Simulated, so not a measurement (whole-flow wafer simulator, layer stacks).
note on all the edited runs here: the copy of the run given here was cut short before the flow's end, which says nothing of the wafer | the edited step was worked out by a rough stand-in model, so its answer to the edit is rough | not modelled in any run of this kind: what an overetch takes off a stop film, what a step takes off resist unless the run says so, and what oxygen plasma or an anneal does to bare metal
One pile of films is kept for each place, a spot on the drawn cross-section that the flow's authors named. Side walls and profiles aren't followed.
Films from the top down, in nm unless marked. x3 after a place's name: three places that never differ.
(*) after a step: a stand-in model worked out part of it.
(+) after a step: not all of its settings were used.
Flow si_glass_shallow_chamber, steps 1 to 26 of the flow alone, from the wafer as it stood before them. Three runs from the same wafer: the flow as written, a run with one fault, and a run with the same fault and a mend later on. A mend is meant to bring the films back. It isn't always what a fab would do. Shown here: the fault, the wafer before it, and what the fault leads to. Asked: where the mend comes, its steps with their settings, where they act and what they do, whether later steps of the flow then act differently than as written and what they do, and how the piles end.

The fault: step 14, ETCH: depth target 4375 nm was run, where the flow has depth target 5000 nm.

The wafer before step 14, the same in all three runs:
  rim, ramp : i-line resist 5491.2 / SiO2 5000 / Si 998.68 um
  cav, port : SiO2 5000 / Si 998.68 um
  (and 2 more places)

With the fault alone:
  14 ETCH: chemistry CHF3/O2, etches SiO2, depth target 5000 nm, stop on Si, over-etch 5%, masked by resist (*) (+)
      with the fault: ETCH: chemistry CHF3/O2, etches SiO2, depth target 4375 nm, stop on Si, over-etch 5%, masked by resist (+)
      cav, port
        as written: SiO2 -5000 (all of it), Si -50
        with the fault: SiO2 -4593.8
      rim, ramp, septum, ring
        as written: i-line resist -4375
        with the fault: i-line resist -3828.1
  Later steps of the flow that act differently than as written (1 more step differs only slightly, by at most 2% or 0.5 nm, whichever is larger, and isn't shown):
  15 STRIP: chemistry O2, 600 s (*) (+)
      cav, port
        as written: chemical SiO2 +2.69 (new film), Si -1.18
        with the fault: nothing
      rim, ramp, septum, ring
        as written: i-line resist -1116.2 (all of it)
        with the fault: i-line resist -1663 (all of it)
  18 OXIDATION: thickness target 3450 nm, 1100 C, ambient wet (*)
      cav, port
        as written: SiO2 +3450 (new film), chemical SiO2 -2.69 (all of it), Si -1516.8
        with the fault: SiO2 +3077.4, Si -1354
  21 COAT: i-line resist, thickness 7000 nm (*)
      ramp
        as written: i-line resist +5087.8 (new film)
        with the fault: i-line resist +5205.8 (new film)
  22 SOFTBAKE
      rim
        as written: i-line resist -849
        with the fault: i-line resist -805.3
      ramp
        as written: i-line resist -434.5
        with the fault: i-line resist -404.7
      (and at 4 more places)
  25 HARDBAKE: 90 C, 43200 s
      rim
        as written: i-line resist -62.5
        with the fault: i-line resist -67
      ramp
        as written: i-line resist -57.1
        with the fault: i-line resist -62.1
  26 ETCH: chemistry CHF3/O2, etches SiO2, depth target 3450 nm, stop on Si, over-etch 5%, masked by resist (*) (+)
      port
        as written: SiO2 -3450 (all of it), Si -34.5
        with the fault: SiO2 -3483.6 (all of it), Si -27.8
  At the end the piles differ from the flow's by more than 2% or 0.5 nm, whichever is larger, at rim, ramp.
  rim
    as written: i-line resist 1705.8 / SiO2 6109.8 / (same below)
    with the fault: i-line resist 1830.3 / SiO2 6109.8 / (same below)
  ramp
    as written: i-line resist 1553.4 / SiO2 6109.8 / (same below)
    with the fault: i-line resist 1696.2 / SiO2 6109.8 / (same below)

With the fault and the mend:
  The mend comes after step 14.
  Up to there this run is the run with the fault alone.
  14a ETCH: chemistry CHF3/O2, etches SiO2, depth target 625 nm, stop on Si, over-etch 5%, masked by resist (*) (the flow's step 14 once more, with other settings)
      rim, ramp, septum, ring
        i-line resist -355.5
      cav, port
        SiO2 -406.2 (all of it), Si -50
  Later steps of the flow that act differently than as written:
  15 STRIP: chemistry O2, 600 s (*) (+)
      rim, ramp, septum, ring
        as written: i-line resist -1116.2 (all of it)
        with the mend: i-line resist -1307.6 (all of it)
  At the end the piles are the same as the flow's at every place that both follow.
